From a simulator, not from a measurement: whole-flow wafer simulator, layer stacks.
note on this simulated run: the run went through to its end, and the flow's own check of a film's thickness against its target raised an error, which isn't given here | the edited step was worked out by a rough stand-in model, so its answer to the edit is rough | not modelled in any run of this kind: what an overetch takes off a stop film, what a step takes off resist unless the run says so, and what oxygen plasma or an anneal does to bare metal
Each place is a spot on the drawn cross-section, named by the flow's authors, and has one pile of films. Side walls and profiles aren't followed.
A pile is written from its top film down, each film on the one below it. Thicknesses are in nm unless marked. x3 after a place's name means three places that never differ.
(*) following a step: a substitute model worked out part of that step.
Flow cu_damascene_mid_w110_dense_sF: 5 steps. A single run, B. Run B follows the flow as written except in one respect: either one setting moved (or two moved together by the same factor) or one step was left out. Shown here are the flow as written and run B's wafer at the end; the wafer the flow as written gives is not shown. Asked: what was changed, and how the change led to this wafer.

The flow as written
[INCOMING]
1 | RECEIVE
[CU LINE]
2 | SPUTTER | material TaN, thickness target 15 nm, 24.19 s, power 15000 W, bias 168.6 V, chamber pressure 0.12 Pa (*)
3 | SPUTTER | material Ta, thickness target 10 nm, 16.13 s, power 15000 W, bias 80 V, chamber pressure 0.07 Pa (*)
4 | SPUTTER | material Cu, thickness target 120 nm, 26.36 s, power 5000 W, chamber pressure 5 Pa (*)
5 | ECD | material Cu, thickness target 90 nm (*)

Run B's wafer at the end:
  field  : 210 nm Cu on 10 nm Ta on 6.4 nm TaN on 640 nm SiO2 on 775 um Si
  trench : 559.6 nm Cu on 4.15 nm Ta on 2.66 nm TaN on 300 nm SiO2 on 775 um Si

The reason: step 2, SPUTTER: thickness target 6.4 nm was run, whereas the flow has thickness target 15 nm; step 2, SPUTTER: 10.28 s was run, where the flow has 24.19 s.
The wafer itself shows it: field has TaN 6.4, and step 2 as written asks for 15 nm.

The path from the change to this, step by step:
  2 | SPUTTER | material TaN, thickness target 15 nm, 24.19 s, power 15000 W, bias 168.6 V, chamber pressure 0.12 Pa (*)
      field: +6.4 TaN (new film) (in the flow as written it would be: +15 TaN (new film))
      trench: +2.66 TaN (new film) (in the flow as written it would be: +6.23 TaN (new film))
  4 | SPUTTER | material Cu, thickness target 120 nm, 26.36 s, power 5000 W, chamber pressure 5 Pa (*)
      trench: +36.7 Cu (new film) (in the flow as written it would be: +35.7 Cu (new film))
